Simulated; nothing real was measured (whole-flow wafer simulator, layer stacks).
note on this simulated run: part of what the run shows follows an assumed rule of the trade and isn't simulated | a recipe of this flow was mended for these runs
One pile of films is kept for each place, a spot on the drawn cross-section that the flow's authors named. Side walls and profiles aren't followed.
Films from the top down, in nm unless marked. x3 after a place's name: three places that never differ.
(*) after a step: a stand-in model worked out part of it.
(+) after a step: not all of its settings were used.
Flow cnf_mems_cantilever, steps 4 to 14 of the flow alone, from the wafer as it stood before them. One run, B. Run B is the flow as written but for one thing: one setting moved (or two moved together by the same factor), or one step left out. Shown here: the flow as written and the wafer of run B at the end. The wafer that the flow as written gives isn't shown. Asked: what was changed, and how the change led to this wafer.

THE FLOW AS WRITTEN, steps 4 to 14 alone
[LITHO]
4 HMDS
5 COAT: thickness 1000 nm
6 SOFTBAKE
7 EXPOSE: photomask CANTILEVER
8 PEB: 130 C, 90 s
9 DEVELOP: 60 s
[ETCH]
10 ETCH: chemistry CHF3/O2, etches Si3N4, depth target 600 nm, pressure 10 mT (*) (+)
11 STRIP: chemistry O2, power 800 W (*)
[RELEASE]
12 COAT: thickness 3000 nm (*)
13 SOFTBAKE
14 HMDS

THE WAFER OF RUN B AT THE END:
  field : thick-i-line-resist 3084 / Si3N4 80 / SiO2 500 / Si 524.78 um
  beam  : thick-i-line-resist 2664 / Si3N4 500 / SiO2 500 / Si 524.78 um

The cause: step 10, ETCH: depth target 420 nm was run, where the flow has depth target 600 nm.

How the change led to this, step by step:
  10 ETCH: chemistry CHF3/O2, etches Si3N4, depth target 600 nm, pressure 10 mT (*) (+)
      field: Si3N4 -420 (as written it would be: Si3N4 -500 (all of it), SiO2 -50)
      beam: KrF-resist -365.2 (as written it would be: KrF-resist -521.7)
  11 STRIP: chemistry O2, power 800 W (*)
      beam: KrF-resist -617.4 (all of it) (as written it would be: KrF-resist -460.9 (all of it))
  12 COAT: thickness 3000 nm (*)
      beam: thick-i-line-resist +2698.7 (new film) (as written it would be: thick-i-line-resist +2607.6 (new film))
  13 SOFTBAKE
      field: thick-i-line-resist +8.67 (as written it would be: thick-i-line-resist +11.9)
      beam: thick-i-line-resist -34.7 (as written it would be: thick-i-line-resist -47.6)
